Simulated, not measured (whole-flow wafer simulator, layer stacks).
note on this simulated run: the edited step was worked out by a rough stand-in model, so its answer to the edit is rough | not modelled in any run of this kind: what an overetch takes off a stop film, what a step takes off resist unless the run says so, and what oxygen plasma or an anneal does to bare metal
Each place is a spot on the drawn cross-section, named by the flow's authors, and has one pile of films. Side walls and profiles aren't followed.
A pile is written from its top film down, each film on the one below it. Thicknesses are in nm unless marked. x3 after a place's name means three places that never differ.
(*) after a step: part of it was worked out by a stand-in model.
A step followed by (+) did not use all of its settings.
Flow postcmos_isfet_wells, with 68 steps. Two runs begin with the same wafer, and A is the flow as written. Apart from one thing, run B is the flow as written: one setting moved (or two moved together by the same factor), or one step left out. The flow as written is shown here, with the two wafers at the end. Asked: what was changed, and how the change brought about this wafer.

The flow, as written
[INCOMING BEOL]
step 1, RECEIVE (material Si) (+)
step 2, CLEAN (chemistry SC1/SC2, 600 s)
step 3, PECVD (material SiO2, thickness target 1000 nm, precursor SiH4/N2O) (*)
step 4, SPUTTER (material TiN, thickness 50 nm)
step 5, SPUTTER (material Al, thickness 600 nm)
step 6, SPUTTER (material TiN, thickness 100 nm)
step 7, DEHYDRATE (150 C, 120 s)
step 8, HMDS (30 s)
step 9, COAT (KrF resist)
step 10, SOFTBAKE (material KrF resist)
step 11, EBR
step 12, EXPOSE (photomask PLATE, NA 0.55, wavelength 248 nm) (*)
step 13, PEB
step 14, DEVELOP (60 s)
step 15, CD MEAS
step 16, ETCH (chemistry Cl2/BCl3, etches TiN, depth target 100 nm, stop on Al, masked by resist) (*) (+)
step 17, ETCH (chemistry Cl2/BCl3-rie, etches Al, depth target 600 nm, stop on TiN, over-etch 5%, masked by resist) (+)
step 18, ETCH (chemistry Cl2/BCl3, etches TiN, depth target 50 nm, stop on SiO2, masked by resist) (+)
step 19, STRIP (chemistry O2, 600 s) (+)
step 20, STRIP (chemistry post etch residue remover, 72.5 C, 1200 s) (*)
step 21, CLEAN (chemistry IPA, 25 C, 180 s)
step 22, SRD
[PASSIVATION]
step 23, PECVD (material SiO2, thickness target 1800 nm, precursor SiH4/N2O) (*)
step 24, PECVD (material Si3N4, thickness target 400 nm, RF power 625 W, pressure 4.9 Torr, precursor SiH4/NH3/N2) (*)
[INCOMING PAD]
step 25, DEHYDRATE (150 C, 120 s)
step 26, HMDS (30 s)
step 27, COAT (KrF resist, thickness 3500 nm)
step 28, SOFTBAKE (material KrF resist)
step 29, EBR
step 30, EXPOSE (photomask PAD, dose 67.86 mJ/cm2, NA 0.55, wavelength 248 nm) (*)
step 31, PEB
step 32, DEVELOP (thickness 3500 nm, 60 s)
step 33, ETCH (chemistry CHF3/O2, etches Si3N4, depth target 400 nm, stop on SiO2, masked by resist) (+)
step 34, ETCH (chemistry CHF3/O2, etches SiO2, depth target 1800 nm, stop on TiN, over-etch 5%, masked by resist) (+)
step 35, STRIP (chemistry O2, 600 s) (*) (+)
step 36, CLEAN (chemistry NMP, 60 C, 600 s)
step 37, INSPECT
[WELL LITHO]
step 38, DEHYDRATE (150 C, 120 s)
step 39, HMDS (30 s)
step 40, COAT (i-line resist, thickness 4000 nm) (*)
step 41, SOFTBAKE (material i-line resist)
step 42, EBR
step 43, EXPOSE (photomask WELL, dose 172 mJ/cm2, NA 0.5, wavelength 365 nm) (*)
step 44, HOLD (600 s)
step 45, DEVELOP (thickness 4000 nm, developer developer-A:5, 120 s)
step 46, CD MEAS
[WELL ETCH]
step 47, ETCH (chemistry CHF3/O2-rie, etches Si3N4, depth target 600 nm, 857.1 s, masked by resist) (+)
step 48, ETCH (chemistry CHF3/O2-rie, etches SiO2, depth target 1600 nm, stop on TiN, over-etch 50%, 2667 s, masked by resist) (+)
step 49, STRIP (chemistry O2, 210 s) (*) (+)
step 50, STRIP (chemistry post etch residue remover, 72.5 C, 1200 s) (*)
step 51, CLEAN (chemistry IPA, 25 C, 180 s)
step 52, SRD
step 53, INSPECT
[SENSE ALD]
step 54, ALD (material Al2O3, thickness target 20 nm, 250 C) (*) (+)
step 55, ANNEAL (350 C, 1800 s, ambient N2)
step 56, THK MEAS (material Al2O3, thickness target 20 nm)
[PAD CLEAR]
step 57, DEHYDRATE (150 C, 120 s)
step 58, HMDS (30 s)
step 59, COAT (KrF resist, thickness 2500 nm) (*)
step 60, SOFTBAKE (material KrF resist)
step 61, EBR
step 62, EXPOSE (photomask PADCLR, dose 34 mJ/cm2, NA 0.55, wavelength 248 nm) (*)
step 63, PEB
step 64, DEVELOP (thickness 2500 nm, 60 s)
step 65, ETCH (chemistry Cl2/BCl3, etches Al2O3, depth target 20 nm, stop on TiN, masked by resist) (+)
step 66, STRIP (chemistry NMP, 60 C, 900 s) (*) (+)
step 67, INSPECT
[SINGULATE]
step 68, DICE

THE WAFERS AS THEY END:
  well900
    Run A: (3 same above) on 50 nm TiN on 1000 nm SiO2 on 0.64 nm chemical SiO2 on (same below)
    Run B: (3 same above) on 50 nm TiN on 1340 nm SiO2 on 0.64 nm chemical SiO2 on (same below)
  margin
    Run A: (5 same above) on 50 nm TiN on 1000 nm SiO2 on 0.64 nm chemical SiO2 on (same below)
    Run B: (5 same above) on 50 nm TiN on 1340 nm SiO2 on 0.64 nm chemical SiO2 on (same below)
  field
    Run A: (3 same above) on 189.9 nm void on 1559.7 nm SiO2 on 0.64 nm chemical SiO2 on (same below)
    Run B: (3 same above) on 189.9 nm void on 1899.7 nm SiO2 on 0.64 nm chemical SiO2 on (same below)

Cause: step 3, PECVD: thickness target 1340 nm was run, while the flow as written has thickness target 1000 nm.
The wafer itself shows it: well900 has SiO2 1340, and step 3 as written asks for 1000 nm.

Step by step, how the change led to this:
  step 3, PECVD (material SiO2, thickness target 1000 nm, precursor SiH4/N2O) (*)
      field, margin, well900, well1300 x3, pad_rim, pad_clr, pad_open: A SiO2 gains 1000 (new film) | B SiO2 gains 1340 (new film)
